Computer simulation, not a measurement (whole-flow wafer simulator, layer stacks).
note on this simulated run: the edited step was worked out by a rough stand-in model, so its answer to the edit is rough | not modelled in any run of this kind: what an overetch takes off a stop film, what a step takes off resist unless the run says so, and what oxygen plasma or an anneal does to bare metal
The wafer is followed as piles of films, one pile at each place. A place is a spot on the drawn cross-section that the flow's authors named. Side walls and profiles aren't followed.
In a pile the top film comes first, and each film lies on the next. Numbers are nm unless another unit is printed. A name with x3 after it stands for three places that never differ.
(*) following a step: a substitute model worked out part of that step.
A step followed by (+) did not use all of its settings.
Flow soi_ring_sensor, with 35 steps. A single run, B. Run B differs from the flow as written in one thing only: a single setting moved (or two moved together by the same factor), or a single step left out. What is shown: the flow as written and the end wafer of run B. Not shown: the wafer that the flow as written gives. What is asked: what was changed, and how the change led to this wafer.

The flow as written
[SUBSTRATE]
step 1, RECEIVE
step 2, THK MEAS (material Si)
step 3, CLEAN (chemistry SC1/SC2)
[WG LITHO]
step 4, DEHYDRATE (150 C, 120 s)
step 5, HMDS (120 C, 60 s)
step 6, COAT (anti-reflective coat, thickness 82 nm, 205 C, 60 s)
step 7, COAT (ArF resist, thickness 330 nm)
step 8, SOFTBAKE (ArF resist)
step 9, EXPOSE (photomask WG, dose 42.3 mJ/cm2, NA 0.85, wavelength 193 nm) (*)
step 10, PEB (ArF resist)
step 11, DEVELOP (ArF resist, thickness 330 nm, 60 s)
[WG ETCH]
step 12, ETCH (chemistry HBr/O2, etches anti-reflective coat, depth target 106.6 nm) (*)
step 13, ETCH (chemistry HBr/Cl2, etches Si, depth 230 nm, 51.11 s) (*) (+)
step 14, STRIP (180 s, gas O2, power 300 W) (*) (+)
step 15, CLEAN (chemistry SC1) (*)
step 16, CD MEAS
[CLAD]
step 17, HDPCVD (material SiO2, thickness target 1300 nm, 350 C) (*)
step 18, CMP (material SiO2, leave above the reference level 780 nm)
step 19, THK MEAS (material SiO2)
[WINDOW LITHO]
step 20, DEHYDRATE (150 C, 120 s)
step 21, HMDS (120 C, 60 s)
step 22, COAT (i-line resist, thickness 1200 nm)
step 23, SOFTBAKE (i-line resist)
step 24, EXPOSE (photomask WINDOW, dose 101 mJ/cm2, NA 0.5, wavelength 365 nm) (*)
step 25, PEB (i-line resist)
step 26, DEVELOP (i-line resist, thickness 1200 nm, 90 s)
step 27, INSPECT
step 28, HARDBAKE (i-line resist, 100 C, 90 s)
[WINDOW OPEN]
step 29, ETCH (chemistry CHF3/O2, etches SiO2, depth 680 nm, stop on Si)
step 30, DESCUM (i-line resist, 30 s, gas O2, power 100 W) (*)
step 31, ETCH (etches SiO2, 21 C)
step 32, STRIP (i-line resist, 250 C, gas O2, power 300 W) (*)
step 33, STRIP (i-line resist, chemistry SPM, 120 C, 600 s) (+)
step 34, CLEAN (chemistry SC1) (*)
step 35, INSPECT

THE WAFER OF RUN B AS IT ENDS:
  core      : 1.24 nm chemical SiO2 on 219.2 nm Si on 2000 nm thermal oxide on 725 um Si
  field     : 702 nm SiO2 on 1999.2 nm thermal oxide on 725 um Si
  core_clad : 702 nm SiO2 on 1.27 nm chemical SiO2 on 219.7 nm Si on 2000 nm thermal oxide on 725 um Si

The reason: step 17, HDPCVD: thickness target 702 nm was run, whereas the flow has thickness target 1300 nm.

Step by step, how the change led to this:
  step 17, HDPCVD (material SiO2, thickness target 1300 nm, 350 C) (*)
      core, gap, window, field, core_clad, gap_clad: SiO2 gains 702 (new film) (as written it would have been: SiO2 gains 1300 (new film))
  step 18, CMP (material SiO2, leave above the reference level 780 nm)
      gap, window, field, gap_clad: nothing (as written it would have been: SiO2 loses 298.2)
      core, core_clad: nothing (as written it would have been: SiO2 loses 520)
  step 22, COAT (i-line resist, thickness 1200 nm)
      core, core_clad: i-line resist gains 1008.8 (new film) (as written it would have been: i-line resist gains 1200 (new film))
      gap, gap_clad: i-line resist gains 1232.8 (new film) (as written it would have been: i-line resist gains 1200 (new film))
  step 23, SOFTBAKE (i-line resist)
      core, core_clad: i-line resist loses 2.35 (as written it would have been: nothing)
      gap, gap_clad: i-line resist loses 2.89 (as written it would have been: nothing)
      (also at 1 further place)
  step 25, PEB (i-line resist)
      core, core_clad: i-line resist loses 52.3 (as written it would have been: i-line resist loses 62.8)
      gap, gap_clad: i-line resist loses 64.4 (as written it would have been: i-line resist loses 62.8)
  step 26, DEVELOP (i-line resist, thickness 1200 nm, 90 s)
      core: i-line resist loses 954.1 (all of it) (as written it would have been: i-line resist loses 1137.2 (all of it))
      gap: i-line resist loses 1165.5 (all of it) (as written it would have been: i-line resist loses 1137.2 (all of it))
  step 31, ETCH (etches SiO2, 21 C)
      core: SiO2 loses 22 (all of it), chemical SiO2 loses 1.27 (all of it) (as written it would have been: SiO2 loses 100 (all of it), chemical SiO2 loses 1.27 (all of it))
  step 32, STRIP (i-line resist, 250 C, gas O2, power 300 W) (*)
      core_clad: i-line resist loses 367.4 (all of it) (as written it would have been: i-line resist loses 550.1 (all of it))
